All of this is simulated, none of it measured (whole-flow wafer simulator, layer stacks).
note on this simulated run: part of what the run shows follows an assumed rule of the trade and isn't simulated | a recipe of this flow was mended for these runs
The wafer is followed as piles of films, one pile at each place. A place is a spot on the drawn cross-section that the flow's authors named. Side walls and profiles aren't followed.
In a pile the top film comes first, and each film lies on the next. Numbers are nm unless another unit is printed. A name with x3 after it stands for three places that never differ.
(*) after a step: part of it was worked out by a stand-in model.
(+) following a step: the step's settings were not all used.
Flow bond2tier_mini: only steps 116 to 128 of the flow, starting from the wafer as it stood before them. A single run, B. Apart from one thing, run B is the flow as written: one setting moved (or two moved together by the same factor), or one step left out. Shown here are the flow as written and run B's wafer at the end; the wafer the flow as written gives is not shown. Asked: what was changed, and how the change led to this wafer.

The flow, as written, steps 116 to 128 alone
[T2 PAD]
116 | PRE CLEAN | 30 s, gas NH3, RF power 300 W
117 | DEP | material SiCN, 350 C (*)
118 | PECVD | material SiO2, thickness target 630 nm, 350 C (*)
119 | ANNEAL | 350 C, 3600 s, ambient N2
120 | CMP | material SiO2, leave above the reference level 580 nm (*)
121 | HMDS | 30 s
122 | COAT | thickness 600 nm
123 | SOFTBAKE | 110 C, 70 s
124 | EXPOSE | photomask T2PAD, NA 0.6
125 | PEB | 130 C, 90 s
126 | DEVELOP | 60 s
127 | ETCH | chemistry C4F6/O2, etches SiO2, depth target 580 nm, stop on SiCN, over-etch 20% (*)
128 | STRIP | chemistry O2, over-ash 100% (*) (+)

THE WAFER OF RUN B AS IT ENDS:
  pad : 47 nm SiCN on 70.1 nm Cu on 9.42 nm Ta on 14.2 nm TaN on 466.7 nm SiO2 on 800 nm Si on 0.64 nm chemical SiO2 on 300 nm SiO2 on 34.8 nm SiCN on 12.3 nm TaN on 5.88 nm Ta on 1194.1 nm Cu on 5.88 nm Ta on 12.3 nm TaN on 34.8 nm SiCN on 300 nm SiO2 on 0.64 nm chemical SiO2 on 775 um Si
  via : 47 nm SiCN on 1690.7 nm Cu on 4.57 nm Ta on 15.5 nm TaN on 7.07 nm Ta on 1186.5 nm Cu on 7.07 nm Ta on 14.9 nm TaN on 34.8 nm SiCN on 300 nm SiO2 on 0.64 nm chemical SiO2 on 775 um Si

Cause: step 127, ETCH: depth target 498.3 nm was run, while the flow as written has depth target 580 nm.

Step by step, how the change led to this:
  127 | ETCH | chemistry C4F6/O2, etches SiO2, depth target 580 nm, stop on SiCN, over-etch 20% (*)
      pad, via: -580 SiO2 (all of it), -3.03 SiCN (as written it would have been: -580 SiO2 (all of it), -19.6 SiCN)
      field: -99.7 thick-KrF-resist (as written it would have been: -116 thick-KrF-resist)
  128 | STRIP | chemistry O2, over-ash 100% (*) (+)
      field: -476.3 thick-KrF-resist (all of it) (as written it would have been: -459.9 thick-KrF-resist (all of it))
